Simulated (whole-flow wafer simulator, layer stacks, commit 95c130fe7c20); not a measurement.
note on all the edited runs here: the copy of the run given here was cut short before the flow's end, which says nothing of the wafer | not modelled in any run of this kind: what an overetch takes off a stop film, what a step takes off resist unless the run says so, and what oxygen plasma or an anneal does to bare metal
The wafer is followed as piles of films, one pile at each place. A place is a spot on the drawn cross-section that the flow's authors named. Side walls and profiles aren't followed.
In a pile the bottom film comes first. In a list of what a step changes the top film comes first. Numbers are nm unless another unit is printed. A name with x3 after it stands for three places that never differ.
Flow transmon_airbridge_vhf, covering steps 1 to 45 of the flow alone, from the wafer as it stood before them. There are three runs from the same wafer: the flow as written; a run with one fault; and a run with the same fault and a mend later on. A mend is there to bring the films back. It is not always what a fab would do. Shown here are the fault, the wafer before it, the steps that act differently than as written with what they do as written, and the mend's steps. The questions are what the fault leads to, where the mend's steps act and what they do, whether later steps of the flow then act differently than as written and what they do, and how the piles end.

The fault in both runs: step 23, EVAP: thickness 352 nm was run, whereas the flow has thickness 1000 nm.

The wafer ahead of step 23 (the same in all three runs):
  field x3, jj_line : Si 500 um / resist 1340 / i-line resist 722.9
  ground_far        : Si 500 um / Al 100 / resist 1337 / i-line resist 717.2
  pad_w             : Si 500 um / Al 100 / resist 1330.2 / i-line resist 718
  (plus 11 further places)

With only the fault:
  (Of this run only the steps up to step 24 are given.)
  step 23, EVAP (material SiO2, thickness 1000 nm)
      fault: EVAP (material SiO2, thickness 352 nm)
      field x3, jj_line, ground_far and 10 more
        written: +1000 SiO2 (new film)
        fault: +352 SiO2 (new film)
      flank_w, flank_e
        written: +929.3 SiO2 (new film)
        fault: +327.1 SiO2 (new film)
  Later steps of the flow acting differently than as written:
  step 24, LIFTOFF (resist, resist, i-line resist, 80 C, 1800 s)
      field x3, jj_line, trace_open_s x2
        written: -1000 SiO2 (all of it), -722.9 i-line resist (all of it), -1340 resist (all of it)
        fault: -352 SiO2 (all of it), -722.9 i-line resist (all of it), -1340 resist (all of it)
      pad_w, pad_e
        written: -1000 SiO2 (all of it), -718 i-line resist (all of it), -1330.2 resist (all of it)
        fault: -352 SiO2 (all of it), -718 i-line resist (all of it), -1330.2 resist (all of it)
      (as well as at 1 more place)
  The piles after step 24 differ from the flow's at flank_w, gap_w, cpw_trace, gap_e, flank_e, margin_s, bridge_strip, margin_n by more than 2% or 0.5 nm, whichever is larger.
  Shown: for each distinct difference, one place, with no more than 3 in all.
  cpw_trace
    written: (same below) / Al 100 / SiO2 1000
    fault: (same below) / Al 100 / SiO2 352
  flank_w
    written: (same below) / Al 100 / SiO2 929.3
    fault: (same below) / Al 100 / SiO2 327.1
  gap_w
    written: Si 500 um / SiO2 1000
    fault: Si 500 um / SiO2 352

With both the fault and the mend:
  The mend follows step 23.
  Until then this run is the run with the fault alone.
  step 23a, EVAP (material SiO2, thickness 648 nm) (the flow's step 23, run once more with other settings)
      field x3, jj_line, ground_far and 10 more
        +648 SiO2
      flank_w, flank_e
        +603.3 SiO2
  None of the later steps of the flow differs from how it acts as written, at any place that is followed, by more than 2% or 0.5 nm, whichever is larger.
  At the end the piles are close to the flow's at the places that both follow, differing by at most 2% or 0.5 nm, whichever is larger.
